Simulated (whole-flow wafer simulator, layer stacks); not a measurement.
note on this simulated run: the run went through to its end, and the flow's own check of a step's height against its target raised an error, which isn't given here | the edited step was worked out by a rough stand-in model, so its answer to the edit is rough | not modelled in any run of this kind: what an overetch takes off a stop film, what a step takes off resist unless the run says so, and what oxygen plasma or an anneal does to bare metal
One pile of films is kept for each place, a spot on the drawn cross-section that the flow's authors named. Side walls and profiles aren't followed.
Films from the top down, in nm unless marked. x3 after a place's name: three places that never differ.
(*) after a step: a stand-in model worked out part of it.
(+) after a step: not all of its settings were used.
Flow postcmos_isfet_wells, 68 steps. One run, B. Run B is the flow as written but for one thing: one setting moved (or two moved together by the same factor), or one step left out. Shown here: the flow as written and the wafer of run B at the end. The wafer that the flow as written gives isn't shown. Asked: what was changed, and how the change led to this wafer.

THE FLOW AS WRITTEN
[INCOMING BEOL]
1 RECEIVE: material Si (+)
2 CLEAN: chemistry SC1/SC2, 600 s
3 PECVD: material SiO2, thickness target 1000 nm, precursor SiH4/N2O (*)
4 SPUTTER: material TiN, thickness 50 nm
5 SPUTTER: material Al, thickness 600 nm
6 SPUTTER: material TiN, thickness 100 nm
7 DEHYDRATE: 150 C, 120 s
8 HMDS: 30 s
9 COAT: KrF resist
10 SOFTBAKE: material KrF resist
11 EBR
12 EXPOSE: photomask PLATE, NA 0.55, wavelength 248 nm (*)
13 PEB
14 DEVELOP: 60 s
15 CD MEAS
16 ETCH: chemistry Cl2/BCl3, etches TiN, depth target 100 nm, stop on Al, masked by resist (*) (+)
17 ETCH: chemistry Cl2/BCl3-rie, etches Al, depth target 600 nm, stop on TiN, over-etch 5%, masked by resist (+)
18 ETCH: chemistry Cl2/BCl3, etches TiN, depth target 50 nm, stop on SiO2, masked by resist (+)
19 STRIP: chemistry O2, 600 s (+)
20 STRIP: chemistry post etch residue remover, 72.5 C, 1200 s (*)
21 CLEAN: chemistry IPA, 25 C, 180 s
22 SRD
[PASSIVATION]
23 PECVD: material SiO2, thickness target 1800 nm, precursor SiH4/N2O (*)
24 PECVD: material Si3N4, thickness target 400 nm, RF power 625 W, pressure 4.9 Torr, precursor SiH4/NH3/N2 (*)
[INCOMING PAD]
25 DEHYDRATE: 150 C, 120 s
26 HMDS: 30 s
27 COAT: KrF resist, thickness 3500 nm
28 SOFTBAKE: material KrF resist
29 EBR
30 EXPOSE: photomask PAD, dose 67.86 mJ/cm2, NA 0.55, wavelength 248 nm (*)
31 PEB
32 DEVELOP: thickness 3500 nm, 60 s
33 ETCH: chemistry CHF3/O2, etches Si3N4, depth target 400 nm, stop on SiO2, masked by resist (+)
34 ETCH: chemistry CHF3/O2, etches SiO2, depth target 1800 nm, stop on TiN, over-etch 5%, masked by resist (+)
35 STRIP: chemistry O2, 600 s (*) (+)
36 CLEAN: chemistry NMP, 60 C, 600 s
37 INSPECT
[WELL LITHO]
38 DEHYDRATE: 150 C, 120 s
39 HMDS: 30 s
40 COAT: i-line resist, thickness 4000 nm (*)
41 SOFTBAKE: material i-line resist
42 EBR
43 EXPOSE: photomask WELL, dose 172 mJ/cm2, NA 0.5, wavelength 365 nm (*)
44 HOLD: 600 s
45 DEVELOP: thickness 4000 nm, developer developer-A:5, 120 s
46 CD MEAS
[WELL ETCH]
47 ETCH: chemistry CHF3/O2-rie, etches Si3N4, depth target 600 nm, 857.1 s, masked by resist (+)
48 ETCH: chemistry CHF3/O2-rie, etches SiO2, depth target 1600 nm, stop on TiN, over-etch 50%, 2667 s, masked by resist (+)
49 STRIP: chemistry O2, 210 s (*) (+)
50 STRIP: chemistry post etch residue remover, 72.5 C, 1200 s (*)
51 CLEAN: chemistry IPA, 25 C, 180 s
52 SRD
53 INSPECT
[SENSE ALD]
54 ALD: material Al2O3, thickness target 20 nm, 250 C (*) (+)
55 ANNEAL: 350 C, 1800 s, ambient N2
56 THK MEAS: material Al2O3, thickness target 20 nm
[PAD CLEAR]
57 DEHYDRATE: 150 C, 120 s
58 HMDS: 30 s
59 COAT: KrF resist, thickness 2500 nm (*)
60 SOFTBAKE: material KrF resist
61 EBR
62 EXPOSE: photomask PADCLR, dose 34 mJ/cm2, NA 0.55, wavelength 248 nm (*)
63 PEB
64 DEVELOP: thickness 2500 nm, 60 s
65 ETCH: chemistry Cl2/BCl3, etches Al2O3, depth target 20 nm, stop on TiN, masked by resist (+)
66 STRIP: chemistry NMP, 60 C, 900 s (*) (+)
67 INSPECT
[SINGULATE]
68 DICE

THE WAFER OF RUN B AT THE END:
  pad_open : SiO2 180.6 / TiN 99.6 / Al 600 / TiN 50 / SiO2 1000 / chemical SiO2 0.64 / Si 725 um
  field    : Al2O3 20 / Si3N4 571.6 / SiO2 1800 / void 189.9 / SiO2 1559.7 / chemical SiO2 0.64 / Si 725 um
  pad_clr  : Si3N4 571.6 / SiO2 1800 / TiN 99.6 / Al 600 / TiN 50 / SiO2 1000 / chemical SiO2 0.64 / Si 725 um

The cause: step 24, PECVD: thickness target 572 nm was run, where the flow has thickness target 400 nm.

How the change led to this, step by step:
  24 PECVD: material Si3N4, thickness target 400 nm, RF power 625 W, pressure 4.9 Torr, precursor SiH4/NH3/N2 (*)
      field, margin, well900, well1300 x3, pad_rim, pad_clr, pad_open: Si3N4 +572 (new film) (as written it would be: Si3N4 +400 (new film))
  33 ETCH: chemistry CHF3/O2, etches Si3N4, depth target 400 nm, stop on SiO2, masked by resist (+)
      pad_open: Si3N4 -400 (as written it would be: Si3N4 -400 (all of it))
  34 ETCH: chemistry CHF3/O2, etches SiO2, depth target 1800 nm, stop on TiN, over-etch 5%, masked by resist (+)
      pad_open: Si3N4 -172 (all of it), SiO2 -1619.4 (as written it would be: SiO2 -1800 (all of it))
  47 ETCH: chemistry CHF3/O2-rie, etches Si3N4, depth target 600 nm, 857.1 s, masked by resist (+)
      well900, well1300 x3: Si3N4 -572 (all of it), SiO2 -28 (as written it would be: Si3N4 -400 (all of it), SiO2 -200)
  48 ETCH: chemistry CHF3/O2-rie, etches SiO2, depth target 1600 nm, stop on TiN, over-etch 50%, 2667 s, masked by resist (+)
      well900, well1300 x3: SiO2 -1772 (all of it) (as written it would be: SiO2 -1600 (all of it))
  59 COAT: KrF resist, thickness 2500 nm (*)
      field: KrF resist +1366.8 (new film) (as written it would be: KrF resist +1449 (new film))
      margin: KrF resist +1366.7 (new film) (as written it would be: KrF resist +1448.9 (new film))
  63 PEB
      field, margin: KrF resist -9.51 (as written it would be: KrF resist -10.1)
  66 STRIP: chemistry NMP, 60 C, 900 s (*) (+)
      field, margin: KrF resist -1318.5 (all of it) (as written it would be: KrF resist -1400.1 (all of it))
